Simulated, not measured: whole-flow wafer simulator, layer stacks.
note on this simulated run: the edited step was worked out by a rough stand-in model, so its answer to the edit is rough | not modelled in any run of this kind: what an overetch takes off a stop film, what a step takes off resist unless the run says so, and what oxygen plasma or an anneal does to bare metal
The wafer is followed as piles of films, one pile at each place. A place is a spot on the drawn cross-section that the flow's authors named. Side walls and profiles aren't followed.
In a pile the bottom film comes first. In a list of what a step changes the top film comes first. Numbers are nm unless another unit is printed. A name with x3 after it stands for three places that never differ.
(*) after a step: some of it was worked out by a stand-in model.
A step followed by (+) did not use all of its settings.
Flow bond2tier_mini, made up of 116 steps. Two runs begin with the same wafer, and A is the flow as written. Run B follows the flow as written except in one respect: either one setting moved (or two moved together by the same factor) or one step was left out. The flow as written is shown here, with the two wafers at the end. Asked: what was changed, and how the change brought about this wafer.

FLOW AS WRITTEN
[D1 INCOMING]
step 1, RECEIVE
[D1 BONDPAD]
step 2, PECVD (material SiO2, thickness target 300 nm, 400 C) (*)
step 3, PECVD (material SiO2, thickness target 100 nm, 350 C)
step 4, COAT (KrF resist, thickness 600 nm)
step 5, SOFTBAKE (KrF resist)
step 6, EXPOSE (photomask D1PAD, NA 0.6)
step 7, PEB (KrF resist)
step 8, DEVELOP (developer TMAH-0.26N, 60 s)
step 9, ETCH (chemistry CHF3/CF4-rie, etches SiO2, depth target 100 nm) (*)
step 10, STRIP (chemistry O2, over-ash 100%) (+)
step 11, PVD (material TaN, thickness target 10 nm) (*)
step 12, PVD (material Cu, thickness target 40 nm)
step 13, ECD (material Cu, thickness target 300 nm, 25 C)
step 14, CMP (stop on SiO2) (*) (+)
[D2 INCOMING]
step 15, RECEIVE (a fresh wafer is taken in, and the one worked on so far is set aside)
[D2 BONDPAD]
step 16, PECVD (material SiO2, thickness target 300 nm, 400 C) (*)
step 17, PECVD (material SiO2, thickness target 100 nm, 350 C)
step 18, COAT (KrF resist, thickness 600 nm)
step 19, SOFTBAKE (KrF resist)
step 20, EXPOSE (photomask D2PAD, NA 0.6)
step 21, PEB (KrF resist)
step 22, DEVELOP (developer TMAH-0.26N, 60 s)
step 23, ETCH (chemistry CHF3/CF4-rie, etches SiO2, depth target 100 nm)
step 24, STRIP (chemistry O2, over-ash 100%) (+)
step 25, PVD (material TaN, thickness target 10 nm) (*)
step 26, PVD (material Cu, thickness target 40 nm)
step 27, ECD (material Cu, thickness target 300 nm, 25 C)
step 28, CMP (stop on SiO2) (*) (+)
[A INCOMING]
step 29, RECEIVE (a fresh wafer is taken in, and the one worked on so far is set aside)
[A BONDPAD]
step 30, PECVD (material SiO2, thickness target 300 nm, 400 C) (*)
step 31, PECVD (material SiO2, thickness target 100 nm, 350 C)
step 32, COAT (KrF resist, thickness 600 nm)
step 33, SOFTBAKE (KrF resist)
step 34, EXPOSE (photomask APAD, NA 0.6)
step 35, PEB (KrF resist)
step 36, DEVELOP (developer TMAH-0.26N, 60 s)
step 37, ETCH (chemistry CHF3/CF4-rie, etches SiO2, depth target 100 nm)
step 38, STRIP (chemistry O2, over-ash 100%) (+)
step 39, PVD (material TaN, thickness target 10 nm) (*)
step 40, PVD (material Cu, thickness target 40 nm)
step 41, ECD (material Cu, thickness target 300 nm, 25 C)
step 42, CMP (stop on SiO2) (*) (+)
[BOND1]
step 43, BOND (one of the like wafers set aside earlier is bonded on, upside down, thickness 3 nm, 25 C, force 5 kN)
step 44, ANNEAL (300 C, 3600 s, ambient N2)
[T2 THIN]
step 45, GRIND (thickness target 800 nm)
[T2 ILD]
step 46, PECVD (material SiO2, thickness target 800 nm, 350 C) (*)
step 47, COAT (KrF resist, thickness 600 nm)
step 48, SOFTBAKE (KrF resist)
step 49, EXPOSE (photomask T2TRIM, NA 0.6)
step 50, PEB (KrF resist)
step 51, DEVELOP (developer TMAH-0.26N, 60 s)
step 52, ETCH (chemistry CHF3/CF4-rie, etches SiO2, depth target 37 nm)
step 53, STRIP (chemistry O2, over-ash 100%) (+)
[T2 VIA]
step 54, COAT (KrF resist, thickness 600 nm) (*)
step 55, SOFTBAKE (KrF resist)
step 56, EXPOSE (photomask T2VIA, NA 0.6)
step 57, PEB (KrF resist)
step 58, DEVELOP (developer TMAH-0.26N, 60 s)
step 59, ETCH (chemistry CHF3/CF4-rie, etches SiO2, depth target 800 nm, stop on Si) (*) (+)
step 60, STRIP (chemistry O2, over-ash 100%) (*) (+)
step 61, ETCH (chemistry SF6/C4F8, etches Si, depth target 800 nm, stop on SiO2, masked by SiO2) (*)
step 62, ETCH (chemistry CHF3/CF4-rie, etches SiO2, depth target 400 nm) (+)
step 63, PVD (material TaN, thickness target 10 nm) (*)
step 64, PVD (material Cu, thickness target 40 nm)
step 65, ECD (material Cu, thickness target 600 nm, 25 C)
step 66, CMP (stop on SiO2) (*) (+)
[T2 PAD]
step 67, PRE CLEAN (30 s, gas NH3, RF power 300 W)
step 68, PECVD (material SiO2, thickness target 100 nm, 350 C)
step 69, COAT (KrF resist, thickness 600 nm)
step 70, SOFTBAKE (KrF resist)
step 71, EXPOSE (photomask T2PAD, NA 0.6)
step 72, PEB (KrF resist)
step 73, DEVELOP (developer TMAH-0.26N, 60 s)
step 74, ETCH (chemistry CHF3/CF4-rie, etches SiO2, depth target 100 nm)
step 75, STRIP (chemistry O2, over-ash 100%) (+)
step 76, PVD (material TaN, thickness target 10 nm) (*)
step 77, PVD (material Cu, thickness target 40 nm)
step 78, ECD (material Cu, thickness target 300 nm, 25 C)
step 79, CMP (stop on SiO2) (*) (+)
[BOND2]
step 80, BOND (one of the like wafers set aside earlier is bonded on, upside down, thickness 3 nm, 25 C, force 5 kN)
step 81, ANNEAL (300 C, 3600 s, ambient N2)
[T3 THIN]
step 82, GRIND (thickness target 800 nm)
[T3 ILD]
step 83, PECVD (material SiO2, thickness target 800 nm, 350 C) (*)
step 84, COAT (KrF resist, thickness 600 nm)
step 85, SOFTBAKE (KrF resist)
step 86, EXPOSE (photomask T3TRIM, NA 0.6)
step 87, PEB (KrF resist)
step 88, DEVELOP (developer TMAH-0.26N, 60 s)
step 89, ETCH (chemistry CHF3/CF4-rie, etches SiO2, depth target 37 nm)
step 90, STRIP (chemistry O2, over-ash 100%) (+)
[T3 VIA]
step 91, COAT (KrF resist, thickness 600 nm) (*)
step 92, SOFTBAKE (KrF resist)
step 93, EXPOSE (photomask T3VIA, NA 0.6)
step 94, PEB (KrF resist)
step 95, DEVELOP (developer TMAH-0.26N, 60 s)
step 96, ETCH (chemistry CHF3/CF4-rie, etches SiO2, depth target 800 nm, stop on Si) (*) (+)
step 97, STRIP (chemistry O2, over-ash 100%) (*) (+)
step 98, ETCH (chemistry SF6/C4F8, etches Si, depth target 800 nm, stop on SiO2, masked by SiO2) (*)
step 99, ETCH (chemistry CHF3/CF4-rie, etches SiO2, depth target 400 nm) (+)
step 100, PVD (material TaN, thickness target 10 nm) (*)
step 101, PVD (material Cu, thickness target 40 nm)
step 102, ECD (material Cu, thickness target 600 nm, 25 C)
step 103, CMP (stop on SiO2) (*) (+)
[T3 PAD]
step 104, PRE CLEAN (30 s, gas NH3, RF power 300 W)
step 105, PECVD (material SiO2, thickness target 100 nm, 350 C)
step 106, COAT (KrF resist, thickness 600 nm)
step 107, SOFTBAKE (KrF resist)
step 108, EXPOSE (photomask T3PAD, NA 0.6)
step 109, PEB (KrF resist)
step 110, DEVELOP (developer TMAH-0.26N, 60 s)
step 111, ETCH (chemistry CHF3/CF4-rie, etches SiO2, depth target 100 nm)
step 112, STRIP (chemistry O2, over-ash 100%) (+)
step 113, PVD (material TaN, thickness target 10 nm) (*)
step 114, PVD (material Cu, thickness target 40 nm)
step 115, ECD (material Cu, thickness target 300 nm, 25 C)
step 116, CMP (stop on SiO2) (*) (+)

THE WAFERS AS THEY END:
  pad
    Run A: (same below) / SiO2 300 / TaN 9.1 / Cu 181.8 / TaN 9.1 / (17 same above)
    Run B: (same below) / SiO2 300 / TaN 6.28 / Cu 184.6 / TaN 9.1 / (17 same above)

Cause: step 39, PVD: thickness target 6.9 nm was run, whereas the flow has thickness target 10 nm.

The path from the change to this, step by step:
  step 39, PVD (material TaN, thickness target 10 nm) (*)
      field: A TaN gains 10 (new film) | B TaN gains 6.9 (new film)
      pad: A TaN gains 9.1 (new film) | B TaN gains 6.28 (new film)
      (also at 1 further place)
  step 42, CMP (stop on SiO2) (*) (+)
      field: A Cu loses 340 (all of it), TaN loses 10 (all of it) | B Cu loses 340 (all of it), TaN loses 6.9 (all of it)
